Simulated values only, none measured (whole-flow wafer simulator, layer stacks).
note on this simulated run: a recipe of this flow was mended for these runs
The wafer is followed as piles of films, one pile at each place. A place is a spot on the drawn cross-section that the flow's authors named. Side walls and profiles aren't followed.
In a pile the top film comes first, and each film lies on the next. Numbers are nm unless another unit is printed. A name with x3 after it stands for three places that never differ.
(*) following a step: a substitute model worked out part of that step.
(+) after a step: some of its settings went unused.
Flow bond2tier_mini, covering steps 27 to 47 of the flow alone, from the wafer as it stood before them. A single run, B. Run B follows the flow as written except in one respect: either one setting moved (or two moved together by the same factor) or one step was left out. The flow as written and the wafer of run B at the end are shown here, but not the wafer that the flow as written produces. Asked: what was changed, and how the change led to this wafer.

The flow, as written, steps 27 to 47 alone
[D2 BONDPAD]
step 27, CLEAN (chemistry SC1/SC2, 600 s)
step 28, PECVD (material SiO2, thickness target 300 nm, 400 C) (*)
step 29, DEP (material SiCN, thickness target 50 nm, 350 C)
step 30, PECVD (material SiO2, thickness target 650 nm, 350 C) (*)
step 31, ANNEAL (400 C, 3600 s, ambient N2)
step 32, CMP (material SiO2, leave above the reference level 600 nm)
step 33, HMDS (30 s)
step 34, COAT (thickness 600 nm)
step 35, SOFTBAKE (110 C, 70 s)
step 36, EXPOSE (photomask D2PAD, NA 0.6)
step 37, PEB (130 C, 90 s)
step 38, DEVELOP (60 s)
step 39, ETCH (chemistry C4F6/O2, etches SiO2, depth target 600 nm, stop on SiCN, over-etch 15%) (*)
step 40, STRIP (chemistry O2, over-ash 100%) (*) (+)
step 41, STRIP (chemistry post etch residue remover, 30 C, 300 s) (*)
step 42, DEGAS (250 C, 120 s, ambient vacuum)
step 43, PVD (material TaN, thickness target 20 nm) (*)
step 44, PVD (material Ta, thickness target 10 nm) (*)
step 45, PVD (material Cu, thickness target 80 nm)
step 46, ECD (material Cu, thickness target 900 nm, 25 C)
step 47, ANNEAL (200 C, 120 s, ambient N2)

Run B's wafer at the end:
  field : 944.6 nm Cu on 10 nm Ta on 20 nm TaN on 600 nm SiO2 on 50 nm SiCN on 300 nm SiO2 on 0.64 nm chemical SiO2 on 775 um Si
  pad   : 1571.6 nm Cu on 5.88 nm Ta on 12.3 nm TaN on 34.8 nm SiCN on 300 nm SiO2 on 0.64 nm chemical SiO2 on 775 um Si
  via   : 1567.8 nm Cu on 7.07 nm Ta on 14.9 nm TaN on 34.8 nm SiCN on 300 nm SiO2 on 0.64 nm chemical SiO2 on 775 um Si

Cause: step 45, PVD: thickness target 44.6 nm was run, though the flow has thickness target 80 nm.

Step by step, how the change led to this:
  step 45, PVD (material Cu, thickness target 80 nm)
      field: Cu gains 44.6 (new film) (in the flow as written it would be: Cu gains 80 (new film))
      pad: Cu gains 27.1 (new film) (in the flow as written it would be: Cu gains 48.4 (new film))
      (and at 1 other place as well)
